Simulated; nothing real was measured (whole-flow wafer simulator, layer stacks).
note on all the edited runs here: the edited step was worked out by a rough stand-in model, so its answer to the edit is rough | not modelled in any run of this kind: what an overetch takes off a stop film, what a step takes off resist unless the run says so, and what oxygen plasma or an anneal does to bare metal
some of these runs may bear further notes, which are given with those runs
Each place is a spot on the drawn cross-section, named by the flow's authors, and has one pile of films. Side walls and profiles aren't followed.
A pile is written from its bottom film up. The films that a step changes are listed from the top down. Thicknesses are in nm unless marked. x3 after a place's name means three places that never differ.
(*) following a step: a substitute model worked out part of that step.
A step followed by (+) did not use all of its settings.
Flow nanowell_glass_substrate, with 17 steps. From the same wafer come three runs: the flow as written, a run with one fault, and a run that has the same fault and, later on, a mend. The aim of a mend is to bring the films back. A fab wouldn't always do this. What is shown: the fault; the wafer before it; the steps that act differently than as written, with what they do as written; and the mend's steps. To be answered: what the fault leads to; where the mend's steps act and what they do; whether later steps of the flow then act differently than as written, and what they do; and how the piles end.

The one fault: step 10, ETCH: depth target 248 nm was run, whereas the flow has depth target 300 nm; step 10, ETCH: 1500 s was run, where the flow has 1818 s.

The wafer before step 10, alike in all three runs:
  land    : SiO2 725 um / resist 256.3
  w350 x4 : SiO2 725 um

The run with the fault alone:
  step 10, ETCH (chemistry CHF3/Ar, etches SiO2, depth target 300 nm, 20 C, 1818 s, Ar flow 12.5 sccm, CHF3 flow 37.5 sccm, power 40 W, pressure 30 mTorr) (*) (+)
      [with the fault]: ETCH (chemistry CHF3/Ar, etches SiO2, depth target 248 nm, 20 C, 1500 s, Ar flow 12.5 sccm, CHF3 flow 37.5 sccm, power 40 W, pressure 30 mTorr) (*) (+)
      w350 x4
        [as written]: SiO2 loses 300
        [with the fault]: SiO2 loses 248
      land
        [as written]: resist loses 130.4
        [with the fault]: resist loses 107.8
  Steps further on in the flow that do not act as written:
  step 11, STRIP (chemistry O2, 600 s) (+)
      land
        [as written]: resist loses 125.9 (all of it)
        [with the fault]: resist loses 148.5 (all of it)
  At the end the piles are close to the flow's at the places that both follow, differing by at most 2% or 0.5 nm, whichever is larger.

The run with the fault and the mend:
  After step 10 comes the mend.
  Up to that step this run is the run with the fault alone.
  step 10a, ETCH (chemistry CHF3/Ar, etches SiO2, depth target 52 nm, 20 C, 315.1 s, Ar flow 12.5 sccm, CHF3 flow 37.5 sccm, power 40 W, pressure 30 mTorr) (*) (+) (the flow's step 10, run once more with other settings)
      w350 x4
        SiO2 loses 52
      land
        resist loses 22.6
  Later steps of the flow that are run all act as written at every place that is followed.
  The piles end the same as the flow's at every place that both follow.
